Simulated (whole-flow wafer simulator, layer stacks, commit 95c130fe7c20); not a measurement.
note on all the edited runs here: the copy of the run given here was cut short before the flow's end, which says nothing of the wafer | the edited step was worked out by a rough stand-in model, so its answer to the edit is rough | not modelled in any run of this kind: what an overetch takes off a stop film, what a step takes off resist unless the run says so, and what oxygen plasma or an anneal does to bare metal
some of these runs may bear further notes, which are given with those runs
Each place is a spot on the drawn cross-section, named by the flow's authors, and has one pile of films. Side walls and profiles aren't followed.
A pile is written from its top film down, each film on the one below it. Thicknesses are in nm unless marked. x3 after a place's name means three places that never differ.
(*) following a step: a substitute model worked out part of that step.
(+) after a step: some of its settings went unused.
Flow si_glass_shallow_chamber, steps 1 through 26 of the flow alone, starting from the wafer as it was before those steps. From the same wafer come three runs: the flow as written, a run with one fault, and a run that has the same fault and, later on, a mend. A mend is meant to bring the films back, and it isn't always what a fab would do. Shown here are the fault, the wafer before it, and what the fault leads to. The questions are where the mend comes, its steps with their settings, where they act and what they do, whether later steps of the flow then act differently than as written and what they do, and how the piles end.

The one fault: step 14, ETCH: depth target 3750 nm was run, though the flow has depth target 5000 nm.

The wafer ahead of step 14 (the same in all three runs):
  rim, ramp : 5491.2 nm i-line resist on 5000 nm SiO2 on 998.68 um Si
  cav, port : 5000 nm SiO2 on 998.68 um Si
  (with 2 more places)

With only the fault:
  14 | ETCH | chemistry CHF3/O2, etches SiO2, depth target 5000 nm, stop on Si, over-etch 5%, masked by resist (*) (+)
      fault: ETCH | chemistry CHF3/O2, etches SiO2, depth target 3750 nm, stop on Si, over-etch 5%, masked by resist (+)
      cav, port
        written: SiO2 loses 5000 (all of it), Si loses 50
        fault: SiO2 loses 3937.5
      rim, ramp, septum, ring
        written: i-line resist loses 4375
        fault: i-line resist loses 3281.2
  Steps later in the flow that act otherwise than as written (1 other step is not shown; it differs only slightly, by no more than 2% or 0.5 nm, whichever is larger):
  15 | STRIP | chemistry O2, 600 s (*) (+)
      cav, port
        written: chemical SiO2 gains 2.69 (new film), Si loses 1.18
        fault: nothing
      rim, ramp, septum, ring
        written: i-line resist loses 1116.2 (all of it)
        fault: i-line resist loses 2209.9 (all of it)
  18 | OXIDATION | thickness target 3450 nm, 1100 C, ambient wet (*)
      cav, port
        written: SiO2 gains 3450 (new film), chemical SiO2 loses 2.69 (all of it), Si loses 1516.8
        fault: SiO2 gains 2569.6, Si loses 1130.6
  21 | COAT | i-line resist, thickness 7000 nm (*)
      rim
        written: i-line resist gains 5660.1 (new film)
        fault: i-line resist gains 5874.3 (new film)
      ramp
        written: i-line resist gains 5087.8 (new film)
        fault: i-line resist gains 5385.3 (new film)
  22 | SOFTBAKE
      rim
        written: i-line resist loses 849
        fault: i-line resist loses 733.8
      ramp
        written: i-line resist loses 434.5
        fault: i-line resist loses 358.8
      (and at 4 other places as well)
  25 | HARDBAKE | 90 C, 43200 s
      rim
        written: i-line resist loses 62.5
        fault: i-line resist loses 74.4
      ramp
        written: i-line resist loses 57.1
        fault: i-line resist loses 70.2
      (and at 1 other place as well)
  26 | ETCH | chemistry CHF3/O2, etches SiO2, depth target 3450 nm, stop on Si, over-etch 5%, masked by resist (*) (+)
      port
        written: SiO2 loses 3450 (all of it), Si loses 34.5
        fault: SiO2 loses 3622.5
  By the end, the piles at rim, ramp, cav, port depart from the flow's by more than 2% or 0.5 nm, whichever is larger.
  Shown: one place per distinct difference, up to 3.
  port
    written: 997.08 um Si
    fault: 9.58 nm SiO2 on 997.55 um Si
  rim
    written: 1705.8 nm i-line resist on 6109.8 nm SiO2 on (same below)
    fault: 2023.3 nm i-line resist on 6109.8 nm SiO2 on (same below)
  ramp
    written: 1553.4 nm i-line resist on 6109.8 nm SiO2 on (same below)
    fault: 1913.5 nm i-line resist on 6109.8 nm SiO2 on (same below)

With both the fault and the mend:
  The mend follows step 14.
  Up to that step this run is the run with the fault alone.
  14a | ETCH | chemistry CHF3/O2, etches SiO2, depth target 1250 nm, stop on Si, over-etch 5%, masked by resist (*) (the flow's step 14, run once more with other settings)
      rim, ramp, septum, ring
        i-line resist loses 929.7
      cav, port
        SiO2 loses 1062.5 (all of it), Si loses 50
  Steps later in the flow that act otherwise than as written:
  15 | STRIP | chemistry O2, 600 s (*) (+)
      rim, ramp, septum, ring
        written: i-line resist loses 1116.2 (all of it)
        mend: i-line resist loses 1280.2 (all of it)
  At every place that both follow, the piles at the end match the flow's.
